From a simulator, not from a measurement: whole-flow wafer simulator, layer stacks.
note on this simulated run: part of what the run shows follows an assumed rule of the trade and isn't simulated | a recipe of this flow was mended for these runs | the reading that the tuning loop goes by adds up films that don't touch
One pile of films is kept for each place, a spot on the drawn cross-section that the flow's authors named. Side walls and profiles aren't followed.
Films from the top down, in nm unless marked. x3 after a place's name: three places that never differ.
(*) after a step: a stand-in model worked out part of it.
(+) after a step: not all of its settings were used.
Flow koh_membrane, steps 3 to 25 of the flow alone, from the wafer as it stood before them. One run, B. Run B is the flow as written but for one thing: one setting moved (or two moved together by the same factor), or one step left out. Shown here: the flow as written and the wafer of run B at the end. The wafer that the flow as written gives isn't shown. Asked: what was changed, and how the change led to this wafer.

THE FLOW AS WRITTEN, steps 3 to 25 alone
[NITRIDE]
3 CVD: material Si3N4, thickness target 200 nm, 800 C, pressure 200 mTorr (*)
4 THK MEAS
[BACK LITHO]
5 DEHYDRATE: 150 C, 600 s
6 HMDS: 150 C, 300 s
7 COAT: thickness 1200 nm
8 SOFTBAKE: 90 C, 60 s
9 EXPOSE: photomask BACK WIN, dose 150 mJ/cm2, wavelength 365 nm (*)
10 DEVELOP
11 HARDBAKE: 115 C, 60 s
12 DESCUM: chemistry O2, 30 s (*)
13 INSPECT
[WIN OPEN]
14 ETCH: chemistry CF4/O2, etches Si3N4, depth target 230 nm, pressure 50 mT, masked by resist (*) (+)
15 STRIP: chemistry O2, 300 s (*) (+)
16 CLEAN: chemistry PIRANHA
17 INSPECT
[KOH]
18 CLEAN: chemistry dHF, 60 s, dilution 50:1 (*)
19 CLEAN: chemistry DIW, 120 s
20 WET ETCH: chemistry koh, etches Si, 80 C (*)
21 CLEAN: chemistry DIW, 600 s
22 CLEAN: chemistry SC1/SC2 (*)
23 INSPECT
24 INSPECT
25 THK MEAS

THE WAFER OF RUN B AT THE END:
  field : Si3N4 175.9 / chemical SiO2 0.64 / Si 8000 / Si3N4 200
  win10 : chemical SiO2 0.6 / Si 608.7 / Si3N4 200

The cause: step 3, CVD: thickness target 177.5 nm was run, where the flow has thickness target 200 nm.

How the change led to this, step by step:
  3 CVD: material Si3N4, thickness target 200 nm, 800 C, pressure 200 mTorr (*)
      field, win20 x4, win10: Si3N4 +177.5 (new film) (as written it would be: Si3N4 +200 (new film))
  14 ETCH: chemistry CF4/O2, etches Si3N4, depth target 230 nm, pressure 50 mT, masked by resist (*) (+)
      win20 x4, win10: Si3N4 -177.5 (all of it), chemical SiO2 -0.64 (all of it), Si -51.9 (as written it would be: Si3N4 -200 (all of it), chemical SiO2 -0.64 (all of it), Si -29.4)
